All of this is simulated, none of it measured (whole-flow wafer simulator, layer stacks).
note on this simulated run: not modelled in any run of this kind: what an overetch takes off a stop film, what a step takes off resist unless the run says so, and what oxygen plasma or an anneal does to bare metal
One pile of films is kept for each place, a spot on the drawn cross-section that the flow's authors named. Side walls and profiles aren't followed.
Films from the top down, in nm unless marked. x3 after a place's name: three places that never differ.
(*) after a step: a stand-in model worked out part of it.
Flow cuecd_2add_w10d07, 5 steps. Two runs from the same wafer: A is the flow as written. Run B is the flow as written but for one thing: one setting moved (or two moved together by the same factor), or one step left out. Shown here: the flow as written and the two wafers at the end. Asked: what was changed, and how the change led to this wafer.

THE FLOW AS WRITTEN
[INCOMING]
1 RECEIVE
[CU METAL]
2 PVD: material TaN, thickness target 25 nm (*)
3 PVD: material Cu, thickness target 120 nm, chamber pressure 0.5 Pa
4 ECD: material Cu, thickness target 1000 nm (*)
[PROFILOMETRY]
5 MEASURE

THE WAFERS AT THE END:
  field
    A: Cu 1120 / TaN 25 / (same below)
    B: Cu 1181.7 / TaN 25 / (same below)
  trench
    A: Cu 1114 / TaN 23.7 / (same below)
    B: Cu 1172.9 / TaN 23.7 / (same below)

The cause: step 3, PVD: thickness target 181.7 nm was run, where the flow has thickness target 120 nm.

How the change led to this, step by step:
  3 PVD: material Cu, thickness target 120 nm, chamber pressure 0.5 Pa
      field: A Cu +120 (new film) | B Cu +181.7 (new film)
      trench: A Cu +114 (new film) | B Cu +172.9 (new film)
